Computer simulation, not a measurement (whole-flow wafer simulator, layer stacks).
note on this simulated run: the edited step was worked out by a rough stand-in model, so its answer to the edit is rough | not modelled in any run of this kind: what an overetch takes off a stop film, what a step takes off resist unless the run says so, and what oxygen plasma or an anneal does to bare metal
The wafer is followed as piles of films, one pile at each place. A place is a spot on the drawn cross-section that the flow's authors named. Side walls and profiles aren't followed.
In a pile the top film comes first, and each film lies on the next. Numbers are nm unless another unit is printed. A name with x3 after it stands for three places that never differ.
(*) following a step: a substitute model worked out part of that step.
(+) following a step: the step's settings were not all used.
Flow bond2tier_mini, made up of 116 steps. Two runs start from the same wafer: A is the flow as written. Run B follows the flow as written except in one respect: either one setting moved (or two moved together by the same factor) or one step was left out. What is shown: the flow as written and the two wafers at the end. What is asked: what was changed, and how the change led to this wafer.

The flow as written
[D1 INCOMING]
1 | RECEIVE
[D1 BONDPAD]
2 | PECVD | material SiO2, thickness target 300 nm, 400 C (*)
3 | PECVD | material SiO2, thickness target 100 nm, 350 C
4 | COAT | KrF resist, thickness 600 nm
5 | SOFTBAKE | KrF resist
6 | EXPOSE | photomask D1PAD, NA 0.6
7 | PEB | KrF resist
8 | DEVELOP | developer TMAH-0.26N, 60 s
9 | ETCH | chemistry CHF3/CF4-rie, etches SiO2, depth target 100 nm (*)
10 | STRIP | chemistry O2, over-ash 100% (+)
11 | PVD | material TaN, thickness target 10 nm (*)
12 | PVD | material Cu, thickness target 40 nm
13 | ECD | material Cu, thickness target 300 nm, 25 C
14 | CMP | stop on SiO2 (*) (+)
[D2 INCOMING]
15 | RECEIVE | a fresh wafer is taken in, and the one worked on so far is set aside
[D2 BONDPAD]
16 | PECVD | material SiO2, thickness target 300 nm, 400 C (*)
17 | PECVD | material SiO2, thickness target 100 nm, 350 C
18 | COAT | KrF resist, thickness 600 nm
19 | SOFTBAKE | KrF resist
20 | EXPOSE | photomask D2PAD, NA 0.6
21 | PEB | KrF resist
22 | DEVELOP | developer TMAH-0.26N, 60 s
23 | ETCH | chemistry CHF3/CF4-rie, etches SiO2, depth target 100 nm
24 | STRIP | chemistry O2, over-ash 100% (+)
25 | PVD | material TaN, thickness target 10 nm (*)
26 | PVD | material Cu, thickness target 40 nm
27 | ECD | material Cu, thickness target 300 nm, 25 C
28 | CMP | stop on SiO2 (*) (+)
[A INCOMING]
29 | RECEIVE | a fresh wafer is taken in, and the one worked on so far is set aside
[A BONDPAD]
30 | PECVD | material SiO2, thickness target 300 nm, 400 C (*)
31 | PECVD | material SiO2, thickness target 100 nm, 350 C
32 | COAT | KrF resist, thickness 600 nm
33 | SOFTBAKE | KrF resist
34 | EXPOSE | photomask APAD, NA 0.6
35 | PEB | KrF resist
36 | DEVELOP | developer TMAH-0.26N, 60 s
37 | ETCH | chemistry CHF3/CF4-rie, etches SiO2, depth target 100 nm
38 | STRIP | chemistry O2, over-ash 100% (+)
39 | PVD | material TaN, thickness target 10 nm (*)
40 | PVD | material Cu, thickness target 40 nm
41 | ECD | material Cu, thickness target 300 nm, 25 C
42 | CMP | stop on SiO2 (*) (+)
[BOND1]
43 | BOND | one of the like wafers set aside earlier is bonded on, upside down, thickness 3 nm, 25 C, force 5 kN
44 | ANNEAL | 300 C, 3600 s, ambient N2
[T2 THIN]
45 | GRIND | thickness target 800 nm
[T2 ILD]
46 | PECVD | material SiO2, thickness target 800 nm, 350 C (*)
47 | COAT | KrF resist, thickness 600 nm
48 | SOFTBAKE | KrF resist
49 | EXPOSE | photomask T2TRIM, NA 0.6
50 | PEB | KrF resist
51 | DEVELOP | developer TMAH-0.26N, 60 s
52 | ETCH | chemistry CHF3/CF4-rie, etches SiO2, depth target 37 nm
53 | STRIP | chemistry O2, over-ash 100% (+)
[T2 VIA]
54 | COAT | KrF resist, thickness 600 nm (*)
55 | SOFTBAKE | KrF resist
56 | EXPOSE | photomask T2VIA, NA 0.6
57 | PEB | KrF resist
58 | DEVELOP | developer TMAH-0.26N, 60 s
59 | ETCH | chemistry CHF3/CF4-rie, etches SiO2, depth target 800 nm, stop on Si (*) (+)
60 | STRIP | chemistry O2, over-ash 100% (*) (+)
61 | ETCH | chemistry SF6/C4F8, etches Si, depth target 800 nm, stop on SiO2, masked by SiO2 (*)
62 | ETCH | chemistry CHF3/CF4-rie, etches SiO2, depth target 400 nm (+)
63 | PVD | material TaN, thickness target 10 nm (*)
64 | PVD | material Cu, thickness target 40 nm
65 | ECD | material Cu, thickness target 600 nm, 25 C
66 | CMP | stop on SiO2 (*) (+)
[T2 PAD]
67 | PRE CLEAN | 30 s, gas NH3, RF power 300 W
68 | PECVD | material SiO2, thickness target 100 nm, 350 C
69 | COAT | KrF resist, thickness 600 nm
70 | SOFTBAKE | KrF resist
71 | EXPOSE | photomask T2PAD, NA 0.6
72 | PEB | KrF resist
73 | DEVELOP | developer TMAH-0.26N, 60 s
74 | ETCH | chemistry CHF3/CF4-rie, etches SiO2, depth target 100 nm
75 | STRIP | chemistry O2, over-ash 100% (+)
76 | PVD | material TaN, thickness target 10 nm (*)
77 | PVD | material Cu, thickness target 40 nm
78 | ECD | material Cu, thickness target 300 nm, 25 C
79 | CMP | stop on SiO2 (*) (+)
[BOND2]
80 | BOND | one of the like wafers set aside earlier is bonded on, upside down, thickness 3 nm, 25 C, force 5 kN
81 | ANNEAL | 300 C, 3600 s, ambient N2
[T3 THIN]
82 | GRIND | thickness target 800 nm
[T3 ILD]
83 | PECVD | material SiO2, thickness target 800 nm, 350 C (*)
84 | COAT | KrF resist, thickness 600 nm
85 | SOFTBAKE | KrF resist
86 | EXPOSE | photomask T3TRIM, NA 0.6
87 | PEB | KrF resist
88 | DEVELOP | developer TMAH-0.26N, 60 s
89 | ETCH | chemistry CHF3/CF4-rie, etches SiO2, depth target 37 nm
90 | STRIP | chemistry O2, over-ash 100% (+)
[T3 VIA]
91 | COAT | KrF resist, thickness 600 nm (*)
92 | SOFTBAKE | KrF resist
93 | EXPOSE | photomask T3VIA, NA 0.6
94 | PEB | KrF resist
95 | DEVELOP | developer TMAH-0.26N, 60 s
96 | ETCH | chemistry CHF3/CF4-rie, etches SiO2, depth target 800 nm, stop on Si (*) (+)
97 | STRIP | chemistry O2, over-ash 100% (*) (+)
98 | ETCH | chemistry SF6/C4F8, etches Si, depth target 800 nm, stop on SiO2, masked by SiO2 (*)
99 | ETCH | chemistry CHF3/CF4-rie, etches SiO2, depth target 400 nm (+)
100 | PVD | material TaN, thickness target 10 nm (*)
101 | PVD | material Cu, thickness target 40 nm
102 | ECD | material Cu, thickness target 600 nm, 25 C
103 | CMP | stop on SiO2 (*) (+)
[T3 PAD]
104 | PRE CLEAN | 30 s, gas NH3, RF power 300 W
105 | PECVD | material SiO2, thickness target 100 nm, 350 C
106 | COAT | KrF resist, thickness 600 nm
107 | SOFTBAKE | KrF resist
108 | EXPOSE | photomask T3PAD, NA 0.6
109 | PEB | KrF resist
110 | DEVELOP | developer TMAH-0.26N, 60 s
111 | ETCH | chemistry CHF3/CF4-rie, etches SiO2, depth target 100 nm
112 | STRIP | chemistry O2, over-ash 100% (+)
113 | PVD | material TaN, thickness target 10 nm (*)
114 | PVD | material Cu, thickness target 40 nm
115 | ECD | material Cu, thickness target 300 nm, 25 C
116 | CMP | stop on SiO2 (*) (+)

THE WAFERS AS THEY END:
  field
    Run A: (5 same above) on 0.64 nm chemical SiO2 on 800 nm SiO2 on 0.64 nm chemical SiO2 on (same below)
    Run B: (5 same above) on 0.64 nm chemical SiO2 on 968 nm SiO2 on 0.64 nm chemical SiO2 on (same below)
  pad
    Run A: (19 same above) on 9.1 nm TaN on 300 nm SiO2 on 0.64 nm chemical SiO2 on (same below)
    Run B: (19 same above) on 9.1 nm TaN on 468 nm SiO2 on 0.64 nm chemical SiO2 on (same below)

What caused this: step 30, PECVD: thickness target 468 nm was run, while the flow as written has thickness target 300 nm.
The wafer itself shows it: pad has SiO2 468, and step 30 as written asks for 300 nm.

How this came from the change, step by step:
  30 | PECVD | material SiO2, thickness target 300 nm, 400 C (*)
      field, pad, via: A +300 SiO2 (new film) | B +468 SiO2 (new film)
